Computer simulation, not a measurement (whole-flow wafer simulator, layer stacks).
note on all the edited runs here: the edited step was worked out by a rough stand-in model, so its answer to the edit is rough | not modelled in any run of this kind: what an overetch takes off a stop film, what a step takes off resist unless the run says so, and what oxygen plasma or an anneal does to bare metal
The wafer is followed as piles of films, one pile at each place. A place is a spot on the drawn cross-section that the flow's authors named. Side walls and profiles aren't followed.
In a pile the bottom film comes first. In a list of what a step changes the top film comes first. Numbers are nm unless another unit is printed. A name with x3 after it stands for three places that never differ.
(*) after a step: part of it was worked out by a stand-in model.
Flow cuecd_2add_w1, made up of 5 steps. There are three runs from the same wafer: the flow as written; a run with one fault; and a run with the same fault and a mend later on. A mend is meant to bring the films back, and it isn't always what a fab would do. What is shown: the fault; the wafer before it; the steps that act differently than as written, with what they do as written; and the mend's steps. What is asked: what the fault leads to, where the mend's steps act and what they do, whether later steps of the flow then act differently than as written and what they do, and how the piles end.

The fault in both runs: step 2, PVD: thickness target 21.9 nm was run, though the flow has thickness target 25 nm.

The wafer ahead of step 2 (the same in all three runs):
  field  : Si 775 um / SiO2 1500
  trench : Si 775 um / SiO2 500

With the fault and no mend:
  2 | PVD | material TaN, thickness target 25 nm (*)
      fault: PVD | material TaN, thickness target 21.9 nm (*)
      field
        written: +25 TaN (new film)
        fault: +21.9 TaN (new film)
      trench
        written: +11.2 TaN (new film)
        fault: +9.85 TaN (new film)
  None of the later steps of the flow differs from how it acts as written, at any place that is followed, by more than 2% or 0.5 nm, whichever is larger.
  The piles end different from the flow's at field, trench by more than 2% or 0.5 nm, whichever is larger.
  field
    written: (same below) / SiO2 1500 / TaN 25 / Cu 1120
    fault: (same below) / SiO2 1500 / TaN 21.9 / Cu 1120
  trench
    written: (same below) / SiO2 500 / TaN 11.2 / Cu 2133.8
    fault: (same below) / SiO2 500 / TaN 9.85 / Cu 2132.1

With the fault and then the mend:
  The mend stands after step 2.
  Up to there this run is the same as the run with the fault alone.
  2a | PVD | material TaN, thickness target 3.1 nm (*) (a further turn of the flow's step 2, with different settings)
      field
        +3.1 TaN
      trench
        +1.36 TaN
  None of the later steps of the flow acts differently than as written at any place that is followed.
  By the end, the piles equal the flow's at every place that both follow.
